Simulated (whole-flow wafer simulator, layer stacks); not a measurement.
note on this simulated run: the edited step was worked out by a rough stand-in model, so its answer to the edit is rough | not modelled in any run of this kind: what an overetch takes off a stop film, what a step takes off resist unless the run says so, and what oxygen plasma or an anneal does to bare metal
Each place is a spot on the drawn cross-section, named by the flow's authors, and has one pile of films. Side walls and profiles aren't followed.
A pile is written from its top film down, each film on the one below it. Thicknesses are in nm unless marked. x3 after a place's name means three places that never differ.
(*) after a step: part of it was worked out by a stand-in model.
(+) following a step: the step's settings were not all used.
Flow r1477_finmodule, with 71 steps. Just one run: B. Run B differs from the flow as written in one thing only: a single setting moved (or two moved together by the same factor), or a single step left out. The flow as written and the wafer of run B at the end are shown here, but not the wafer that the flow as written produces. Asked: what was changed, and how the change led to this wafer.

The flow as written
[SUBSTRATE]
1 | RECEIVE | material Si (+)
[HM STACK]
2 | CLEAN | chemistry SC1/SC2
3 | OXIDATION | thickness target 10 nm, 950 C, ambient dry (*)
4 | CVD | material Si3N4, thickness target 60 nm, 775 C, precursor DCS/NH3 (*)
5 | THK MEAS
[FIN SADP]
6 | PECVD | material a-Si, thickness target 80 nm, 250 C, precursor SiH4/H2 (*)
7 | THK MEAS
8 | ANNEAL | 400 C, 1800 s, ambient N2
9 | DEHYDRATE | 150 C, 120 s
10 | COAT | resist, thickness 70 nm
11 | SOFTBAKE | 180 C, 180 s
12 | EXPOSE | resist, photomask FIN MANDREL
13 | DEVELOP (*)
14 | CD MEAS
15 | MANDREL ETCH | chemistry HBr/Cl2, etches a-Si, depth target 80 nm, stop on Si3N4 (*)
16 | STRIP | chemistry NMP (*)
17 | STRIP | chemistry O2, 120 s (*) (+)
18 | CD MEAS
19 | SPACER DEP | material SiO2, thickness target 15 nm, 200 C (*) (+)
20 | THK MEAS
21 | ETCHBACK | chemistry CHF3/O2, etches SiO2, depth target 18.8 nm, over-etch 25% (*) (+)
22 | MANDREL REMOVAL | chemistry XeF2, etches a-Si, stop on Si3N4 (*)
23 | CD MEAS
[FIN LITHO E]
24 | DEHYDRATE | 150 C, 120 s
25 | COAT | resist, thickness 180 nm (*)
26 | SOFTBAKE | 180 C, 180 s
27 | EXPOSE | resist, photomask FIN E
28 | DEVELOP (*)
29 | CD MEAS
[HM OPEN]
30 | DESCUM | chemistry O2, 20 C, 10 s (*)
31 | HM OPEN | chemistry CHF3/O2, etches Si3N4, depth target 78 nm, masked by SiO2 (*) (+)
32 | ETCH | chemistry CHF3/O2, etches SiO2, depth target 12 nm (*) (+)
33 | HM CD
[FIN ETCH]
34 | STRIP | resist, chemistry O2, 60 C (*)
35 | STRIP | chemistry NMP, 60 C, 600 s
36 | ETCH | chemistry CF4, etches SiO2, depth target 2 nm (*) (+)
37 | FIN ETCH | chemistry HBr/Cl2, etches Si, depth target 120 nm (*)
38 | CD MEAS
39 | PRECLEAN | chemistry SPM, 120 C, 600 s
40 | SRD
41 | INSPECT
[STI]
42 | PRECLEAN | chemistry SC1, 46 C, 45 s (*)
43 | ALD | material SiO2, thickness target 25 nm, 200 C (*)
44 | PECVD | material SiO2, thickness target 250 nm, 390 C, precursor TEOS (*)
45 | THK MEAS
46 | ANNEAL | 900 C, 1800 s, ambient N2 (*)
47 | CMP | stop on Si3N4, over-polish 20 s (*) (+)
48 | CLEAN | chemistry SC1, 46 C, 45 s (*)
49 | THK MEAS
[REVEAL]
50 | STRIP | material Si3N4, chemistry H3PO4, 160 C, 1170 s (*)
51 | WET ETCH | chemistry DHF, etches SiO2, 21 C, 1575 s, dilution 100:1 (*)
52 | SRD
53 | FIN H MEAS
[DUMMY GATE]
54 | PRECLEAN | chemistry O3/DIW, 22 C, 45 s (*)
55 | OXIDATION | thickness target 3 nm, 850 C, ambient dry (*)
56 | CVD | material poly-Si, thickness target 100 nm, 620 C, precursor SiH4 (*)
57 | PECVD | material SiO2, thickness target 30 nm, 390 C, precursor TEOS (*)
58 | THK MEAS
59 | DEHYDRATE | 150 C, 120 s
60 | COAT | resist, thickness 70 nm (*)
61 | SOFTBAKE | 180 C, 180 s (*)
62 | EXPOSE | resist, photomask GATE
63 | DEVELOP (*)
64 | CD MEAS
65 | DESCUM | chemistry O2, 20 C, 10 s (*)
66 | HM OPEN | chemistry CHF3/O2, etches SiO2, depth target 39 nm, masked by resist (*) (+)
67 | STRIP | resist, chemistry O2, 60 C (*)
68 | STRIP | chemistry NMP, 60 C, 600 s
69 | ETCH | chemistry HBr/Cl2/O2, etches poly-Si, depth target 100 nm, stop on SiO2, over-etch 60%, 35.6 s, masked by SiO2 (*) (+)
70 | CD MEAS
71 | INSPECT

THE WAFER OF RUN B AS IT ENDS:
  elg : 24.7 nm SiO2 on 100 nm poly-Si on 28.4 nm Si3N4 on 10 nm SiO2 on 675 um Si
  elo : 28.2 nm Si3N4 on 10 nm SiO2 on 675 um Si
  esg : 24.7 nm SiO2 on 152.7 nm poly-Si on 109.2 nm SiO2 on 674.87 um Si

Cause: step 21, ETCHBACK: depth target 22.6 nm was run, whereas the flow has depth target 18.8 nm.

Step by step, how the change led to this:
  21 | ETCHBACK | chemistry CHF3/O2, etches SiO2, depth target 18.8 nm, over-etch 25% (*) (+)
      pad, padg, elg and 21 more: -15 SiO2 (all of it), -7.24 Si3N4 (it would be, as written: -15 SiO2 (all of it), -3.62 Si3N4)
      s40cg, s45cg, s50cg, s40co, s45co, s50co: -15.4 SiO2 (all of it), -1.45 a-Si (it would be, as written: -15.4 SiO2 (all of it), -0.69 a-Si)
      (also at 6 further places)
  31 | HM OPEN | chemistry CHF3/O2, etches Si3N4, depth target 78 nm, masked by SiO2 (*) (+)
      pad, padg, esg and 13 more: -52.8 Si3N4 (all of it), -10 SiO2 (all of it) (it would be, as written: -56.4 Si3N4 (all of it), -10 SiO2 (all of it))
  51 | WET ETCH | chemistry DHF, etches SiO2, 21 C, 1575 s, dilution 100:1 (*)
      elg, e40lg, e100lg, e200lg, elo, e40lo, e100lo, e200lo: -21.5 SiO2 (all of it), -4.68 Si3N4 (it would be, as written: -17.8 SiO2 (all of it), -4.97 Si3N4)
  56 | CVD | material poly-Si, thickness target 100 nm, 620 C, precursor SiH4 (*)
      esg: +152.7 poly-Si (new film) (it would be, as written: +156 poly-Si (new film))
  60 | COAT | resist, thickness 70 nm (*)
      e40sg, eso, e40so: +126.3 resist (new film) (it would be, as written: +129.5 resist (new film))
      e100sg, e100so: +126.3 resist (new film) (it would be, as written: +129.4 resist (new film))
      (also at 2 further places)
  63 | DEVELOP (*)
      eso, e40so: -126.3 resist (all of it) (it would be, as written: -129.5 resist (all of it))
      e100so: -126.3 resist (all of it) (it would be, as written: -129.4 resist (all of it))
      (also at 1 further place)
  67 | STRIP | resist, chemistry O2, 60 C (*)
      e40sg: -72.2 resist (all of it) (it would be, as written: -75.4 resist (all of it))
      e100sg: -72.2 resist (all of it) (it would be, as written: -75.3 resist (all of it))
      (also at 1 further place)
